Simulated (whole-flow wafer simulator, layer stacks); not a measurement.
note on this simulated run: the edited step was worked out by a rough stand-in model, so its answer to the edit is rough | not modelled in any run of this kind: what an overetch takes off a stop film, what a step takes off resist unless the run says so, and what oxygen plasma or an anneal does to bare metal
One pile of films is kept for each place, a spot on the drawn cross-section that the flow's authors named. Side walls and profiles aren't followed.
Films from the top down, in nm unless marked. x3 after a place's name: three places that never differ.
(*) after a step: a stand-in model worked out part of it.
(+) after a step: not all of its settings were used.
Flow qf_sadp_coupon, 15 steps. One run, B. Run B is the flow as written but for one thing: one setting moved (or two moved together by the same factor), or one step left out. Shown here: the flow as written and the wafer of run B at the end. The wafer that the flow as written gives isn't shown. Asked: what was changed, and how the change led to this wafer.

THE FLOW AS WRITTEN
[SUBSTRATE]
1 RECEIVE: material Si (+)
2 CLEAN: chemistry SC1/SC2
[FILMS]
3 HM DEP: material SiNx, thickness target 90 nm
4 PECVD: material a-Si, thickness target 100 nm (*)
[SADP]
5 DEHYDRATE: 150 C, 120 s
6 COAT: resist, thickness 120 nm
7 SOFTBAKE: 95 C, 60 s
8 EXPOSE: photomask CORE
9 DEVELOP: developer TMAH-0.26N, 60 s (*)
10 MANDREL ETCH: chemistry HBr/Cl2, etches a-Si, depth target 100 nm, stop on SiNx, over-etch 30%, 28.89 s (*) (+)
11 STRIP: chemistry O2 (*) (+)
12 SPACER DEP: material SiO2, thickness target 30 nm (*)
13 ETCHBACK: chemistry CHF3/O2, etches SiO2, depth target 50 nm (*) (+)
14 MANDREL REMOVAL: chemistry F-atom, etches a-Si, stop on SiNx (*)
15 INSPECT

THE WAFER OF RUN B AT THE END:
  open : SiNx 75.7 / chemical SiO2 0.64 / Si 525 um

The cause: step 13, ETCHBACK: depth target 40.5 nm was run, where the flow has depth target 50 nm.

How the change led to this, step by step:
  13 ETCHBACK: chemistry CHF3/O2, etches SiO2, depth target 50 nm (*) (+)
      m: SiO2 -30 (all of it), chemical SiO2 -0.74 (all of it), a-Si -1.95 (as written it would be: SiO2 -30 (all of it), chemical SiO2 -0.74 (all of it), a-Si -3.85)
      open: SiO2 -30 (all of it), SiNx -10 (as written it would be: SiO2 -30 (all of it), SiNx -19)
